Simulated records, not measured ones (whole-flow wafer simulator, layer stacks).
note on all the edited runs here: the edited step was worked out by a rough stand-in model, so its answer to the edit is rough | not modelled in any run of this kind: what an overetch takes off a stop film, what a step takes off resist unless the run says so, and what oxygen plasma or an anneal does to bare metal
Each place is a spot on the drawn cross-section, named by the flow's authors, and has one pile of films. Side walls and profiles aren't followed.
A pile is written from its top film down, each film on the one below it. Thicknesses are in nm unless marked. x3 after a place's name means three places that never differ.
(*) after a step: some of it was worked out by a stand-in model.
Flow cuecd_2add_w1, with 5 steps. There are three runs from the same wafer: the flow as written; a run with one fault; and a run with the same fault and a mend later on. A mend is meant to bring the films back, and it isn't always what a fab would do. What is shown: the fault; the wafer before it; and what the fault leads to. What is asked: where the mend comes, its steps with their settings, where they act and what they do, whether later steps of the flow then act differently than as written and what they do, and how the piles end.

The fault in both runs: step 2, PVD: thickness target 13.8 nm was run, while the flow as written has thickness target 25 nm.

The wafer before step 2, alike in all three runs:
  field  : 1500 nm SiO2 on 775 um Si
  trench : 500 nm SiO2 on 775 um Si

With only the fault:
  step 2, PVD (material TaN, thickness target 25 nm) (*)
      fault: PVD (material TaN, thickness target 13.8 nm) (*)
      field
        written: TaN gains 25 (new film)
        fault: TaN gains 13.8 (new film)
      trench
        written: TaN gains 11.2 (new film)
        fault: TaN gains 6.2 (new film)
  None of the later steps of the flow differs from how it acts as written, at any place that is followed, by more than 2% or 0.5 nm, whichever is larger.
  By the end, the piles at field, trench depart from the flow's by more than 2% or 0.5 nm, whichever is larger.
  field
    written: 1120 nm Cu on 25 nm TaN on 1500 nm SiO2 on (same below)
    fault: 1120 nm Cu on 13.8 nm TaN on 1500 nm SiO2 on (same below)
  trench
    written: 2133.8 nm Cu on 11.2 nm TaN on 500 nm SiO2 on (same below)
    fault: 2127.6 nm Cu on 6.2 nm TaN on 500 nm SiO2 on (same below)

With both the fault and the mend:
  The mend follows step 2.
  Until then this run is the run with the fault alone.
  step 2a, PVD (material TaN, thickness target 11.2 nm) (*) (the flow's step 2, run once more with other settings)
      field
        TaN gains 11.2
      trench
        TaN gains 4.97
  None of the later steps of the flow acts differently than as written at any place that is followed.
  At every place that both follow, the piles at the end match the flow's.
